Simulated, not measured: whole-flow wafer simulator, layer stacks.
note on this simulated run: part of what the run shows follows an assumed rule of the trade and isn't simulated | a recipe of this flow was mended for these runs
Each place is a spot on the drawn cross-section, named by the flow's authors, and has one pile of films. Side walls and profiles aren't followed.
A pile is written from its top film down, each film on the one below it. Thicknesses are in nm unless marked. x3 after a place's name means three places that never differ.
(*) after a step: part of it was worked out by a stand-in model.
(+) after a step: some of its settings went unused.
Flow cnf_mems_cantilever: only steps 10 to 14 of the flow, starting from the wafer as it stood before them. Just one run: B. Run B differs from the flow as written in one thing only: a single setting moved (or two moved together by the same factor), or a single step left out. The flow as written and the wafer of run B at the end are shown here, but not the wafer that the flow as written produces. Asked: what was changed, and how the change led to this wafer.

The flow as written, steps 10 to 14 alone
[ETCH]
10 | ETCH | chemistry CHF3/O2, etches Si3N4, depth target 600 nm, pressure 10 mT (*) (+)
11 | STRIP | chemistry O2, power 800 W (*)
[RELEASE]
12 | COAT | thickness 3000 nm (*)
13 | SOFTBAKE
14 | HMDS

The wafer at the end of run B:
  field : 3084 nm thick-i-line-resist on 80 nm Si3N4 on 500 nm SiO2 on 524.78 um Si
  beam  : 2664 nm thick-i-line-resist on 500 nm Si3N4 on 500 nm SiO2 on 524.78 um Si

The reason: step 10, ETCH: depth target 420 nm was run, though the flow has depth target 600 nm.

Step by step, how the change led to this:
  10 | ETCH | chemistry CHF3/O2, etches Si3N4, depth target 600 nm, pressure 10 mT (*) (+)
      field: -420 Si3N4 (as written it would have been: -500 Si3N4 (all of it), -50 SiO2)
      beam: -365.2 KrF-resist (as written it would have been: -521.7 KrF-resist)
  11 | STRIP | chemistry O2, power 800 W (*)
      beam: -617.4 KrF-resist (all of it) (as written it would have been: -460.9 KrF-resist (all of it))
  12 | COAT | thickness 3000 nm (*)
      beam: +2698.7 thick-i-line-resist (new film) (as written it would have been: +2607.6 thick-i-line-resist (new film))
  13 | SOFTBAKE
      field: +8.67 thick-i-line-resist (as written it would have been: +11.9 thick-i-line-resist)
      beam: -34.7 thick-i-line-resist (as written it would have been: -47.6 thick-i-line-resist)
